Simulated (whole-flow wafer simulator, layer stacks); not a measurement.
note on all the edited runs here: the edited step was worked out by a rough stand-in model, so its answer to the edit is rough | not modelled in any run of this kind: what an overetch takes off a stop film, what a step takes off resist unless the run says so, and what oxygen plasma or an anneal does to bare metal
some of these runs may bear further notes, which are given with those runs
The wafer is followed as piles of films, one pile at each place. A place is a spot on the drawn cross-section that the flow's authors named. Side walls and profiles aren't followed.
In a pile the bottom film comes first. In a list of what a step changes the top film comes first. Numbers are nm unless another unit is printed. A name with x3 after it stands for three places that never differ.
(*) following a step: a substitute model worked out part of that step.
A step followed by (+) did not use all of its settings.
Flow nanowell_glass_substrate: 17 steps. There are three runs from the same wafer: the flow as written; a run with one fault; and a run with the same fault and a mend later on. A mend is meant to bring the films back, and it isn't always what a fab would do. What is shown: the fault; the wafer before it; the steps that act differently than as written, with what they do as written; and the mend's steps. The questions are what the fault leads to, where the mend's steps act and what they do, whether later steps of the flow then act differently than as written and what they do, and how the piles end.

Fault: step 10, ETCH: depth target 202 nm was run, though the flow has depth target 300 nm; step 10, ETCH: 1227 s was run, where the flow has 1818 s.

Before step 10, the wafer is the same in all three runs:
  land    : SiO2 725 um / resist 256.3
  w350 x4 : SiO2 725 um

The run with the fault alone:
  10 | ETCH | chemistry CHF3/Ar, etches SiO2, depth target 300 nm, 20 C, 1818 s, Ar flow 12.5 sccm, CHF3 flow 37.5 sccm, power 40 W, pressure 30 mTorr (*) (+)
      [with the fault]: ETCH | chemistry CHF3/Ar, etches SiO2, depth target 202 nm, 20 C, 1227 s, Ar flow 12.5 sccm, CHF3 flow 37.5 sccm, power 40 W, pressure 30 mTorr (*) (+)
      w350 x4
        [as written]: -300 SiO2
        [with the fault]: -202 SiO2
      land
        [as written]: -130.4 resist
        [with the fault]: -87.8 resist
  Steps further on in the flow that do not act as written:
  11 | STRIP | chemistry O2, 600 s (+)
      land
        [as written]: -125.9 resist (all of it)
        [with the fault]: -168.5 resist (all of it)
  At the end the piles are close to the flow's at the places that both follow, differing by at most 2% or 0.5 nm, whichever is larger.

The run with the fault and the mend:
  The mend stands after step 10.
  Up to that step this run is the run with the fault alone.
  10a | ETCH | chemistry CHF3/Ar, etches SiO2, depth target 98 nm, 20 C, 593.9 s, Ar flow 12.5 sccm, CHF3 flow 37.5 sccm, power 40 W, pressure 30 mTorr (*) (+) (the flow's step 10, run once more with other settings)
      w350 x4
        -98 SiO2
      land
        -42.6 resist
  None of the later steps of the flow acts differently than as written at any place that is followed.
  By the end, the piles equal the flow's at every place that both follow.
